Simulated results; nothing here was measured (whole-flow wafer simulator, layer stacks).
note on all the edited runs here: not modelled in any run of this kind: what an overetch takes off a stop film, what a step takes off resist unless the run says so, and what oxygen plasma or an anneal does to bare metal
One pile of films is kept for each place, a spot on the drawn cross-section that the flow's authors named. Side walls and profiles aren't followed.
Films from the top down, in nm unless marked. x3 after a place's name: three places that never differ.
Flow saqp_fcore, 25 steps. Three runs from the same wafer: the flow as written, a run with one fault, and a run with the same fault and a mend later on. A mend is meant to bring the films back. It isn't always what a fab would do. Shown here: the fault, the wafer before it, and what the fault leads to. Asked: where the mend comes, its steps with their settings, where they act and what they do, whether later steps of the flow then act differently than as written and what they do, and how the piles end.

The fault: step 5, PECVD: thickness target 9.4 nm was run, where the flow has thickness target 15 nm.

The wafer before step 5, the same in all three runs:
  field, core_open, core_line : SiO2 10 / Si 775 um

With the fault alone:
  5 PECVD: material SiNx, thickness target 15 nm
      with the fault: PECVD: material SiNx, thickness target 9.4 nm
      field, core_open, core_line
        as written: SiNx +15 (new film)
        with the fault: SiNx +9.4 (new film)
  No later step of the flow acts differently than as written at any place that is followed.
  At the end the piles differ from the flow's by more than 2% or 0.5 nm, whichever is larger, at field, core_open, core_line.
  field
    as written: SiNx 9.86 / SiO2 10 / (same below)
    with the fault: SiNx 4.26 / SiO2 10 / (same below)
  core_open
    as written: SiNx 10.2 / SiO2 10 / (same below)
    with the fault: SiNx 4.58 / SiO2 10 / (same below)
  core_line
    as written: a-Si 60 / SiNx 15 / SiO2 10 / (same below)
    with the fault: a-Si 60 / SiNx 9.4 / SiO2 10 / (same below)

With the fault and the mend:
  The mend comes after step 5.
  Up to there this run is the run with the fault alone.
  5a PECVD: material SiNx, thickness target 5.6 nm (the flow's step 5 once more, with other settings)
      field, core_open, core_line
        SiNx +5.6
  No later step of the flow acts differently than as written at any place that is followed.
  At the end the piles are the same as the flow's at every place that both follow.
